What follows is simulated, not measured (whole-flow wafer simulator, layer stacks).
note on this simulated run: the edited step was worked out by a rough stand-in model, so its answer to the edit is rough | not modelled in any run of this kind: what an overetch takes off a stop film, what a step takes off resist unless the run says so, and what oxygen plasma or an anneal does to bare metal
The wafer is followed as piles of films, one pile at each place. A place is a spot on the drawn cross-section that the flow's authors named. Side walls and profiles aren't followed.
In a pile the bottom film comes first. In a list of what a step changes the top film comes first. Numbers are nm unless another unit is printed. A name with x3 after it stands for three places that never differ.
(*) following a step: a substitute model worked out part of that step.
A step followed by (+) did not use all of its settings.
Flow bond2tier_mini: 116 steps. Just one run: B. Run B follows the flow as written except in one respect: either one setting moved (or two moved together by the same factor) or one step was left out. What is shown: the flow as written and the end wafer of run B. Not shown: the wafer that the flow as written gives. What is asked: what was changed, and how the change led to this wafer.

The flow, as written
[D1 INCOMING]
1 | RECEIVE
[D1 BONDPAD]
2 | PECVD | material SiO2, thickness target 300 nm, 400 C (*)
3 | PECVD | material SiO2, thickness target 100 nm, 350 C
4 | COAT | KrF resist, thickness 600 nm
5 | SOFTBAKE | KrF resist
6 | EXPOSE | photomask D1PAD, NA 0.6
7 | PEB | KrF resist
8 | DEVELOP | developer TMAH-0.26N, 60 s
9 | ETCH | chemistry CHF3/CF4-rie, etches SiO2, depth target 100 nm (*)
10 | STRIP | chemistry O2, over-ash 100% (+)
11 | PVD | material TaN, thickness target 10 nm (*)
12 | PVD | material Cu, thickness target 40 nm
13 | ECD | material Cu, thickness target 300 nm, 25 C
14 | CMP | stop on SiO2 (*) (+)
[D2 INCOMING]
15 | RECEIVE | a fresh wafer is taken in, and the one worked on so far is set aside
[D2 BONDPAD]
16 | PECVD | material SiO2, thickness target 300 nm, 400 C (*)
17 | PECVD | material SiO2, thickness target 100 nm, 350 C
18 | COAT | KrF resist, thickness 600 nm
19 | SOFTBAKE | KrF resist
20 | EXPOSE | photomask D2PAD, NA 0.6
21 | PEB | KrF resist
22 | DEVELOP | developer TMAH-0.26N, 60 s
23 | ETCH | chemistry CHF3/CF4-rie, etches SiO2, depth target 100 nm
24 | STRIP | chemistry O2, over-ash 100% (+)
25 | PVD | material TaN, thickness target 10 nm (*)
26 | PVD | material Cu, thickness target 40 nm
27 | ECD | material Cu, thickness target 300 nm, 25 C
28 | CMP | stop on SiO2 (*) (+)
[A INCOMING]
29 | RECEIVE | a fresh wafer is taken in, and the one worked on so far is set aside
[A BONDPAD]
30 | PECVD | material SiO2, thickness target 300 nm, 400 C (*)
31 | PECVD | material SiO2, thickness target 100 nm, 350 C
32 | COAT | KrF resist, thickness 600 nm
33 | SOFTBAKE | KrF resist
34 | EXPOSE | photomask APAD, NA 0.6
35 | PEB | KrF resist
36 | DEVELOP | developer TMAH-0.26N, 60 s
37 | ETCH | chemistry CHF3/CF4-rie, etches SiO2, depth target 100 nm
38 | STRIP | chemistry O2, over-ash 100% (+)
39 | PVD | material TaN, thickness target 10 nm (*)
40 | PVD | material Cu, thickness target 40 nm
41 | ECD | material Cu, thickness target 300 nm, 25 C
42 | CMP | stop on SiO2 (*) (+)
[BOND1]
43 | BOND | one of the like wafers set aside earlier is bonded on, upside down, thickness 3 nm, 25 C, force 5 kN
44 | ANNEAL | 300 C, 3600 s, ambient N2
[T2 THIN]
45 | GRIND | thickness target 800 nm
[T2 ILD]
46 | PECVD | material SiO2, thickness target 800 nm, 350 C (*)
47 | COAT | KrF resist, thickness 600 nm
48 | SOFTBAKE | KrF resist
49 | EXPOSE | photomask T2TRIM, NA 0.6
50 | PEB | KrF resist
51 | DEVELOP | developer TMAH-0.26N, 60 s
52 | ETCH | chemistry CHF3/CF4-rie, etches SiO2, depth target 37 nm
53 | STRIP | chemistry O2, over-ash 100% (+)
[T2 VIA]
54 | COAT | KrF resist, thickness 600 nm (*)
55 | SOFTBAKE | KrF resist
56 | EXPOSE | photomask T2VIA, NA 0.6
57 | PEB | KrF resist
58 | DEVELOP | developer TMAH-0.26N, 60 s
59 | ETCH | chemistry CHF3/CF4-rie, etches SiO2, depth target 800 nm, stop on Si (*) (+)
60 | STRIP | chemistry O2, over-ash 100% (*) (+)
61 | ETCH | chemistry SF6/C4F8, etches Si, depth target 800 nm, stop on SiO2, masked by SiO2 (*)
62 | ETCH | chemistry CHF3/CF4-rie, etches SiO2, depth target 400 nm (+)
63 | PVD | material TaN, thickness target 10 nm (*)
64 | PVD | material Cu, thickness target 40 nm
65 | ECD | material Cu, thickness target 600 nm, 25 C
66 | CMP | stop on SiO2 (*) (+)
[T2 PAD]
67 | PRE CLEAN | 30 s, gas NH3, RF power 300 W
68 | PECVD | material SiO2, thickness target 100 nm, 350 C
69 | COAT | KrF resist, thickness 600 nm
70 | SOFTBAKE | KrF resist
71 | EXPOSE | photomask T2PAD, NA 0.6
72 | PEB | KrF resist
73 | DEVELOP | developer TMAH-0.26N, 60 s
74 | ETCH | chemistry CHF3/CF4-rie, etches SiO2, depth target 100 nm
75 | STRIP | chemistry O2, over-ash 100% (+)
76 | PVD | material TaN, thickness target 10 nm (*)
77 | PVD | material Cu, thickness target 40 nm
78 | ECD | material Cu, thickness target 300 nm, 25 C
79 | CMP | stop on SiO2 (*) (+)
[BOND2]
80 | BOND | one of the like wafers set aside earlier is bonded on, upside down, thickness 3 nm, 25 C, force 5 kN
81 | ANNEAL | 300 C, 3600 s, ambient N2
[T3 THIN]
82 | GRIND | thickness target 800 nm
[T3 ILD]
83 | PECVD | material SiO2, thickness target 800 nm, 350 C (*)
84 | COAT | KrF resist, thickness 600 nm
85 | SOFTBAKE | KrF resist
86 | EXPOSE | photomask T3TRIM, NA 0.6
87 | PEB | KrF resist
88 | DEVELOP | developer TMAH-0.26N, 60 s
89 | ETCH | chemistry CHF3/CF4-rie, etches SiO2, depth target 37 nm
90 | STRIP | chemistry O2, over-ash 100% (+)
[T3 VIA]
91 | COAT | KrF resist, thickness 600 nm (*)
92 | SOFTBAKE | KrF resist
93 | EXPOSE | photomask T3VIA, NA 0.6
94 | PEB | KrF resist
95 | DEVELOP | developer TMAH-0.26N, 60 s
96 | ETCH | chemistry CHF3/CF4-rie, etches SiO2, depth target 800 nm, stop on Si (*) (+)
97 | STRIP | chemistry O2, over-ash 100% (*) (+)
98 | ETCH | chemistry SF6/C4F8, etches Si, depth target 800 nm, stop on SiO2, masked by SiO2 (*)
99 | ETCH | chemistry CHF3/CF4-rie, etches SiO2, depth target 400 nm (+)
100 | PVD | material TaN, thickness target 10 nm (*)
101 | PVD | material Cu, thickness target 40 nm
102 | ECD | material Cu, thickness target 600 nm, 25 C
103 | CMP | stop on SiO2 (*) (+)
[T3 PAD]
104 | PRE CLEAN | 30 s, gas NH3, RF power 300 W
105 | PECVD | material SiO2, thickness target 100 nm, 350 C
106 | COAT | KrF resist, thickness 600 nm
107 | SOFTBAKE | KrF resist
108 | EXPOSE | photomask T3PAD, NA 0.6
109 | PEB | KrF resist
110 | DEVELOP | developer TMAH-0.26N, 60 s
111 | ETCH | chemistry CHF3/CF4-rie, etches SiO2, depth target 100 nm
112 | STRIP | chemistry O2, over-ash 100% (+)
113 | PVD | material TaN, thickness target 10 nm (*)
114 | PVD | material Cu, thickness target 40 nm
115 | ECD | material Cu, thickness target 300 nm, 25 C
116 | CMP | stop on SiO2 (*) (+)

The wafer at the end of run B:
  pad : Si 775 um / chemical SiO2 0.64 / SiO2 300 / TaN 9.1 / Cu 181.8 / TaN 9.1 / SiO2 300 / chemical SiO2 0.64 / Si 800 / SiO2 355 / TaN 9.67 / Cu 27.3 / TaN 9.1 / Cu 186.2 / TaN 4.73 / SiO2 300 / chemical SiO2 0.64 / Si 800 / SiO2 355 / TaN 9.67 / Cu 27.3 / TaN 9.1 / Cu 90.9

The reason: step 25, PVD: thickness target 5.2 nm was run, while the flow as written has thickness target 10 nm.

Step by step, how the change led to this:
  25 | PVD | material TaN, thickness target 10 nm (*)
      field: +5.2 TaN (new film) (it would be, as written: +10 TaN (new film))
      pad: +4.73 TaN (new film) (it would be, as written: +9.1 TaN (new film))
      (also at 1 further place)
  28 | CMP | stop on SiO2 (*) (+)
      field: -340 Cu (all of it), -5.2 TaN (all of it) (it would be, as written: -340 Cu (all of it), -10 TaN (all of it))
  80 | BOND | one of the like wafers set aside earlier is bonded on, upside down, thickness 3 nm, 25 C, force 5 kN
      pad: +775 um Si (new film), +0.64 chemical SiO2 (new film), +300 SiO2 (new film), +4.73 TaN (new film), +95.3 Cu (it would be, as written: +775 um Si (new film), +0.64 chemical SiO2 (new film), +300 SiO2 (new film), +9.1 TaN (new film), +90.9 Cu)
